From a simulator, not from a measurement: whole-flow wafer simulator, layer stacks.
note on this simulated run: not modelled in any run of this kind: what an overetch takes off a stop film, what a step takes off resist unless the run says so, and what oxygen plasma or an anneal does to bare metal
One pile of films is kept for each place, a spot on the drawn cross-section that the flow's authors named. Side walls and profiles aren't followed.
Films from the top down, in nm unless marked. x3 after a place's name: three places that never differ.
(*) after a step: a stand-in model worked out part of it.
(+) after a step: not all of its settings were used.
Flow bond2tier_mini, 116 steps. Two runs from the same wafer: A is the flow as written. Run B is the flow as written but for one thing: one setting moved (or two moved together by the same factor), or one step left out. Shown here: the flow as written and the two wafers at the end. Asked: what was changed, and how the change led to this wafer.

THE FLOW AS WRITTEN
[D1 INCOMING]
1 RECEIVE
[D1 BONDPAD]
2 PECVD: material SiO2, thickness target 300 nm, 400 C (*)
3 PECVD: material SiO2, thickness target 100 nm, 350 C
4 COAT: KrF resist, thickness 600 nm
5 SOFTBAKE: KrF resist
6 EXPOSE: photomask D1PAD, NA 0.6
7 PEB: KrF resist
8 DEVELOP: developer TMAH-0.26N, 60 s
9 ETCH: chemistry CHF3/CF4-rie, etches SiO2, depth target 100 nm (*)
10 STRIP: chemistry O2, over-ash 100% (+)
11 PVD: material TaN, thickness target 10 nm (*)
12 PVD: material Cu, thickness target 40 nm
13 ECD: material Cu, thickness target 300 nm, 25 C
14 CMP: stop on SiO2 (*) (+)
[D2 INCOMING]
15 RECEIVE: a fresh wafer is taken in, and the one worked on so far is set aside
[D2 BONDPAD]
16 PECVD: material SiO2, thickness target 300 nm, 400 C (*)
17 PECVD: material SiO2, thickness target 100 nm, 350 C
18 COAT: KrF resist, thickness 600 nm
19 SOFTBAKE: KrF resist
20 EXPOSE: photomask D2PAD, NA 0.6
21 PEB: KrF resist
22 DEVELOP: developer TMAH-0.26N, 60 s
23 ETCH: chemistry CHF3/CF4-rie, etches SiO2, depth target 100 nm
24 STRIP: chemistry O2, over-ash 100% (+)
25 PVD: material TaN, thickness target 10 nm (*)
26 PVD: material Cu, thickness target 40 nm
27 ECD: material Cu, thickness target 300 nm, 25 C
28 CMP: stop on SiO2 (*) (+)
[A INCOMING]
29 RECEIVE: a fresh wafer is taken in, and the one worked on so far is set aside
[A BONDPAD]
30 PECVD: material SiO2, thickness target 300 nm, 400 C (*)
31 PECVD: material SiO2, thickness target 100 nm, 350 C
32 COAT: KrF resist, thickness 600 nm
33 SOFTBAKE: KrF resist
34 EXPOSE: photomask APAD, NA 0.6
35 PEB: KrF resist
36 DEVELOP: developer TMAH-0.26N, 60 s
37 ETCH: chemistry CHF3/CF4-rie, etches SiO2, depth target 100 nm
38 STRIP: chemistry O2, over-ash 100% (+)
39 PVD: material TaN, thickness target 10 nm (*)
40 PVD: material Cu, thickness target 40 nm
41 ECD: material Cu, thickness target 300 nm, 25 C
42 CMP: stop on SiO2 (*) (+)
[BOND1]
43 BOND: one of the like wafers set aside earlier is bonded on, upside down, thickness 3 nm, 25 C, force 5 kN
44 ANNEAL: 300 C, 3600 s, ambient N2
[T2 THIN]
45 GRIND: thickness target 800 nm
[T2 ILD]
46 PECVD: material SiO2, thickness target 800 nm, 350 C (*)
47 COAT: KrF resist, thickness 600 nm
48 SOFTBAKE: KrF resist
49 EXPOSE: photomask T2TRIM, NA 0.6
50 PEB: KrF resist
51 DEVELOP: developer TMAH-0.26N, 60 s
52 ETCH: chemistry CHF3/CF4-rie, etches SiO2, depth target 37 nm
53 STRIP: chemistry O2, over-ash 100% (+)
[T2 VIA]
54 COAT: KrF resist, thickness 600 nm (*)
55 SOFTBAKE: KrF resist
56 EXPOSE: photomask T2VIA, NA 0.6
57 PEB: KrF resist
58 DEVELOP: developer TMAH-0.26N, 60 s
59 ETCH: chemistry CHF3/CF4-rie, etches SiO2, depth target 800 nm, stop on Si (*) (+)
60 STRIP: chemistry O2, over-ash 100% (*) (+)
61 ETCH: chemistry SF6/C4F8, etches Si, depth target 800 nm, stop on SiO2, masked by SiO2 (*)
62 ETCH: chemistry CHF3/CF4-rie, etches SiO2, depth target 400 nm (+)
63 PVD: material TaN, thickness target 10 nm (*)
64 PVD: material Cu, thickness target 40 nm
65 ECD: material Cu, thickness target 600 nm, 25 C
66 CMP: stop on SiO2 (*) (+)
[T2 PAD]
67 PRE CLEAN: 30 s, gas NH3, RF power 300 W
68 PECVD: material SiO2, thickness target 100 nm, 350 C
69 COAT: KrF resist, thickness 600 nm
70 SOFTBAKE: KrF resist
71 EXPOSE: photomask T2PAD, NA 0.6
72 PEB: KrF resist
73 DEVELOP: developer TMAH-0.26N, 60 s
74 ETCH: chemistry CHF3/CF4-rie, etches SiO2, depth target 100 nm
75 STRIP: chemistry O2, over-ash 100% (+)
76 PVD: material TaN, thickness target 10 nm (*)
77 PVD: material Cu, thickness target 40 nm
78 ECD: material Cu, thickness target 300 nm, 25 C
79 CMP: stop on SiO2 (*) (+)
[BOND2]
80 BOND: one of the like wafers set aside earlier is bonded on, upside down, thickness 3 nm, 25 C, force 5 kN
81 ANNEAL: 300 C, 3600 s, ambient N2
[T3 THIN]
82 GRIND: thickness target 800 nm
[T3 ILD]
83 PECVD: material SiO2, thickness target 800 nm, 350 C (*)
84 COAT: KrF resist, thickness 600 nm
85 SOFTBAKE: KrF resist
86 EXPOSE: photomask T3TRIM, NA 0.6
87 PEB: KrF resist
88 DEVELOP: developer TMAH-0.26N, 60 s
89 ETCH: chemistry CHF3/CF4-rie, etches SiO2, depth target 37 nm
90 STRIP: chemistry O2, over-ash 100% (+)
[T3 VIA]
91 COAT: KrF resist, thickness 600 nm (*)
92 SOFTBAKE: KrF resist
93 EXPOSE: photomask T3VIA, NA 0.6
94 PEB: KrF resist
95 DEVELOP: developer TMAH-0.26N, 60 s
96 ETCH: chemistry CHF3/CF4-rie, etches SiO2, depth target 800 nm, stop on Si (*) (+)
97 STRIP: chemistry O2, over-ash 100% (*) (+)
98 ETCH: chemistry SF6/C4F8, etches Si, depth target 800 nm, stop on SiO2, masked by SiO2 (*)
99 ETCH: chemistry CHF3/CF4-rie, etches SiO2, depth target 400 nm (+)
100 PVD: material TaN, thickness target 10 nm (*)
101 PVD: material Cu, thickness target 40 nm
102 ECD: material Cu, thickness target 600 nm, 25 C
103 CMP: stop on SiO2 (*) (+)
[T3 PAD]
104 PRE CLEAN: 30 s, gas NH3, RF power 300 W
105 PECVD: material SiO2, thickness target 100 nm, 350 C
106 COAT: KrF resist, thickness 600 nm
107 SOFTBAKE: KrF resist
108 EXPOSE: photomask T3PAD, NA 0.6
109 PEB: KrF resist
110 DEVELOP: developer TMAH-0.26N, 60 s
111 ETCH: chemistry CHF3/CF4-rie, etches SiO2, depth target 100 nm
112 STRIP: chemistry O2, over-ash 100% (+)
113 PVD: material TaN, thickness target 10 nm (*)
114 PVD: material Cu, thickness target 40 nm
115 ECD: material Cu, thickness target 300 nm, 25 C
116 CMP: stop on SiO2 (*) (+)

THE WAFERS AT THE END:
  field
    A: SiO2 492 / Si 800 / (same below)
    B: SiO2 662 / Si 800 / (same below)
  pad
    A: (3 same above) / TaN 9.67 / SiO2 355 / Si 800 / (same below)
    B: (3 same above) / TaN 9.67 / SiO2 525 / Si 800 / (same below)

The cause: step 99, ETCH: depth target 230 nm was run, where the flow has depth target 400 nm.

How the change led to this, step by step:
  99 ETCH: chemistry CHF3/CF4-rie, etches SiO2, depth target 400 nm (+)
      field, pad: A SiO2 -400 | B SiO2 -230
